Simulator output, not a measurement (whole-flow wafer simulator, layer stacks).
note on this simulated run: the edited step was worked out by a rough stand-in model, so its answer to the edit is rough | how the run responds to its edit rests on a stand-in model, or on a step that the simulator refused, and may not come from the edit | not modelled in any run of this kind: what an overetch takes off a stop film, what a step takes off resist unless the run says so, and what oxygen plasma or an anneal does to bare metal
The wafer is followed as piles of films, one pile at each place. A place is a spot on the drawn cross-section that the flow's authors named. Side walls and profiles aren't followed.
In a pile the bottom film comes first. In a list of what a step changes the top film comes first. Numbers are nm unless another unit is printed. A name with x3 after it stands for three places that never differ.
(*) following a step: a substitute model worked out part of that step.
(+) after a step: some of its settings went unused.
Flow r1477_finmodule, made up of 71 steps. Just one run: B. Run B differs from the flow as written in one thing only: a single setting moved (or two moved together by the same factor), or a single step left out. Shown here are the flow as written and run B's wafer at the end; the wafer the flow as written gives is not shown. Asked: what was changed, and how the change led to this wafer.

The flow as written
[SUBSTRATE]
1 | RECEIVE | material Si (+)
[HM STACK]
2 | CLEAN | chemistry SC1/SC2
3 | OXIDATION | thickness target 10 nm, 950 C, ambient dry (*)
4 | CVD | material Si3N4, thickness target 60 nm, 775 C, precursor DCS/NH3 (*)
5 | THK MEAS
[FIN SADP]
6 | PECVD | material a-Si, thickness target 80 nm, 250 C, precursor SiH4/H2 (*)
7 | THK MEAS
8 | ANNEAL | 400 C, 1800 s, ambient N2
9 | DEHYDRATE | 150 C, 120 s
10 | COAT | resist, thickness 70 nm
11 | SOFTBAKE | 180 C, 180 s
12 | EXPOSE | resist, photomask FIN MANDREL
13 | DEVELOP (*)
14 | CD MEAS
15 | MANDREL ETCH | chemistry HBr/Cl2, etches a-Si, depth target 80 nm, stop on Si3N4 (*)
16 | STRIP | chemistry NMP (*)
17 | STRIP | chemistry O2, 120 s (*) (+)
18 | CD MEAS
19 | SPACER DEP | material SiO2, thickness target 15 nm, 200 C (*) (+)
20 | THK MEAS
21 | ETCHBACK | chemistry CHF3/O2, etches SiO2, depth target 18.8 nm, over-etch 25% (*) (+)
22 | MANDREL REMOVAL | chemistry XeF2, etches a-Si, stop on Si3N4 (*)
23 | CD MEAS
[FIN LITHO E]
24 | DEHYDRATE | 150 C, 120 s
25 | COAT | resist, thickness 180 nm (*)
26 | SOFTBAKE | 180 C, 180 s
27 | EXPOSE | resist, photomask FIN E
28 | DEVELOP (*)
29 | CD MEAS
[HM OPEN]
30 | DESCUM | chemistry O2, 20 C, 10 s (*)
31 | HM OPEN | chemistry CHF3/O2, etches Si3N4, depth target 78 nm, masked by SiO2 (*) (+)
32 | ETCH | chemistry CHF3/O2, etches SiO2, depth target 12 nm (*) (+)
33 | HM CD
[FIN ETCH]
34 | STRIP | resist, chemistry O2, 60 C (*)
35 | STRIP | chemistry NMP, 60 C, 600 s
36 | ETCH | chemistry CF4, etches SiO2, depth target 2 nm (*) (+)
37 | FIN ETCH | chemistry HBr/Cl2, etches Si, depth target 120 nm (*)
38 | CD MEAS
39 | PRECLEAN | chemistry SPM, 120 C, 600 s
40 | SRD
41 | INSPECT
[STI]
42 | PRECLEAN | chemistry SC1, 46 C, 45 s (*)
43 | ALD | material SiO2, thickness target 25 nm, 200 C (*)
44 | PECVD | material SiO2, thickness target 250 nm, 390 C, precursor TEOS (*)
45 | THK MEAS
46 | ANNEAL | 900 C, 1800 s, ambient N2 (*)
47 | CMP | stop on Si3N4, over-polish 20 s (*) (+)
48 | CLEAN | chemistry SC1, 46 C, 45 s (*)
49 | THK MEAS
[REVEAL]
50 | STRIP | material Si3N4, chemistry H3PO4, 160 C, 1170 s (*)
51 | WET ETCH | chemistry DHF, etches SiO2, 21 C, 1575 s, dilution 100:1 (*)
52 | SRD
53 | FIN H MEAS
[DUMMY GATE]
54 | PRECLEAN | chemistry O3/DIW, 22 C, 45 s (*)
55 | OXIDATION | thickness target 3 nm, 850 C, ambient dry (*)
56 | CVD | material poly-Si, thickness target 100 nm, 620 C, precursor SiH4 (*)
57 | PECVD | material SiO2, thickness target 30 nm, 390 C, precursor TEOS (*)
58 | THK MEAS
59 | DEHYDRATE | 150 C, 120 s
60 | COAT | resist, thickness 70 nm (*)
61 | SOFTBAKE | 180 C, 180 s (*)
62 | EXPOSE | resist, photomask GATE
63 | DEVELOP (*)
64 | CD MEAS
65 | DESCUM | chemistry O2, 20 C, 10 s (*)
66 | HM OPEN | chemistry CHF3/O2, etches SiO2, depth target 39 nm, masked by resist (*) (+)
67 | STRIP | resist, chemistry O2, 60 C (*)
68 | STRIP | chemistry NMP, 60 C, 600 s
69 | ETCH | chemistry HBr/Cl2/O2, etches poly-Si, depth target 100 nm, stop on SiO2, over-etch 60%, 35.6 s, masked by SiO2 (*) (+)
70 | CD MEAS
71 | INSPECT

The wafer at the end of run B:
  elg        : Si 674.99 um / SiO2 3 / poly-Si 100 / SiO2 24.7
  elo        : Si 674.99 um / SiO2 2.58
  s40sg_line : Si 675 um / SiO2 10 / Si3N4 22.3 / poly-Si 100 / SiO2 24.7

What caused this: step 6, PECVD: thickness target 36 nm was run, though the flow has thickness target 80 nm.

The path from the change to this, step by step:
  6 | PECVD | material a-Si, thickness target 80 nm, 250 C, precursor SiH4/H2 (*)
      pad, padg, elg and 33 more: +36 a-Si (new film) (as written it would have been: +80 a-Si (new film))
  15 | MANDREL ETCH | chemistry HBr/Cl2, etches a-Si, depth target 80 nm, stop on Si3N4 (*)
      pad, padg, elg and 27 more: -36 a-Si (all of it) (as written it would have been: -80 a-Si (all of it))
      s40cg, s45cg, s50cg, s40co, s45co, s50co: -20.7 resist (as written it would have been: -30.7 resist)
  16 | STRIP | chemistry NMP (*)
      s40cg, s45cg, s50cg, s40co, s45co, s50co: -49.3 resist (all of it) (as written it would have been: -39.3 resist (all of it))
  21 | ETCHBACK | chemistry CHF3/O2, etches SiO2, depth target 18.8 nm, over-etch 25% (*) (+)
      s40sg_line, s45sg_line, s50sg_line, s40so_line, s45so_line, s50so_line: +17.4 SiO2 (as written it would have been: +61.4 SiO2)
  22 | MANDREL REMOVAL | chemistry XeF2, etches a-Si, stop on Si3N4 (*)
      s40cg, s45cg, s50cg, s40co, s45co, s50co: -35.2 a-Si (all of it) (as written it would have been: -79.2 a-Si (all of it))
  25 | COAT | resist, thickness 180 nm (*)
      s40cg, s40co: +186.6 resist (new film) (as written it would have been: +197.6 resist (new film))
      s40sg, s40so: +190.2 resist (new film) (as written it would have been: +201.2 resist (new film))
      (and at 14 other places as well)
  28 | DEVELOP (*)
      s40cg, s40co: -186.6 resist (all of it) (as written it would have been: -197.6 resist (all of it))
      s40sg, s40so: -190.2 resist (all of it) (as written it would have been: -201.2 resist (all of it))
      (and at 14 other places as well)
  31 | HM OPEN | chemistry CHF3/O2, etches Si3N4, depth target 78 nm, masked by SiO2 (*) (+)
      s40sg_line, s45sg_line, s50sg_line, s40so_line, s45so_line, s50so_line: -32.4 SiO2 (all of it), -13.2 Si3N4 (as written it would have been: -39 SiO2)
  32 | ETCH | chemistry CHF3/O2, etches SiO2, depth target 12 nm (*) (+)
      s40sg_line, s45sg_line, s50sg_line, s40so_line, s45so_line, s50so_line: -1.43 Si3N4 (as written it would have been: -12 SiO2)
      pad, padg, e40sg and 11 more: -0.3 Si (as written it would have been: -2.4 Si)
      (and at 16 other places as well)
  34 | STRIP | resist, chemistry O2, 60 C (*)
      elg, e40lg, e100lg, e200lg, elo, e40lo, e100lo, e200lo: -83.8 resist (all of it) (as written it would have been: -73.8 resist (all of it))
  36 | ETCH | chemistry CF4, etches SiO2, depth target 2 nm (*) (+)
      elg, e40lg, e100lg, e200lg, elo, e40lo, e100lo, e200lo: nothing (as written it would have been: -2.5 Si3N4)
      s40sg_line, s45sg_line, s50sg_line, s40so_line, s45so_line, s50so_line: nothing (as written it would have been: -2 SiO2)
  37 | FIN ETCH | chemistry HBr/Cl2, etches Si, depth target 120 nm (*)
      s40sg_line, s45sg_line, s50sg_line, s40so_line, s45so_line, s50so_line: -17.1 Si3N4 (as written it would have been: -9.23 SiO2)
  43 | ALD | material SiO2, thickness target 25 nm, 200 C (*)
      s40sg_line, s45sg_line, s50sg_line, s40so_line, s45so_line, s50so_line: +25 SiO2 (new film) (as written it would have been: +25 SiO2)
      s40cg, s45cg, s50cg, s40co, s45co, s50co: +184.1 SiO2 (new film) (as written it would have been: +232.1 SiO2 (new film))
  47 | CMP | stop on Si3N4, over-polish 20 s (*) (+)
      elg, e40lg, e100lg, e200lg, elo, e40lo, e100lo, e200lo: -263.8 SiO2 (all of it), -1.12 Si3N4 (as written it would have been: -241.6 SiO2)
      s40sg_line, s45sg_line, s50sg_line, s40so_line, s45so_line, s50so_line: -253.9 SiO2 (as written it would have been: -277.9 SiO2 (all of it), -1.12 Si3N4)
      (and at 22 other places as well)
  50 | STRIP | material Si3N4, chemistry H3PO4, 160 C, 1170 s (*)
      elg, e40lg, e100lg, e200lg, elo, e40lo, e100lo, e200lo: -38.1 Si3N4 (all of it), -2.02 SiO2 (as written it would have been: -4.28 SiO2)
      s40sg_line, s45sg_line, s50sg_line, s40so_line, s45so_line, s50so_line: -4.28 SiO2 (as written it would have been: -58.9 Si3N4 (all of it), -1.37 SiO2)
  51 | WET ETCH | chemistry DHF, etches SiO2, 21 C, 1575 s, dilution 100:1 (*)
      elg, e40lg, e100lg, e200lg, elo, e40lo, e100lo, e200lo: -7.98 SiO2 (all of it) (as written it would have been: -17.8 SiO2 (all of it), -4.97 Si3N4)
      s40sg_line, s45sg_line, s50sg_line, s40so_line, s45so_line, s50so_line: -5.59 SiO2 (all of it), -5.96 Si3N4 (as written it would have been: -8.63 SiO2 (all of it))
  ... another 6 steps ...
  69 | ETCH | chemistry HBr/Cl2/O2, etches poly-Si, depth target 100 nm, stop on SiO2, over-etch 60%, 35.6 s, masked by SiO2 (*) (+)
      s40co: -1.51 chemical SiO2 (all of it), -160 poly-Si (as written it would have been: -1.46 chemical SiO2 (all of it), -111.5 poly-Si (all of it), -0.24 SiO2)
      s45co: -1.51 chemical SiO2 (all of it), -160 poly-Si (as written it would have been: -1.46 chemical SiO2 (all of it), -110.9 poly-Si (all of it), -0.25 SiO2)
      (and at 1 other place as well)
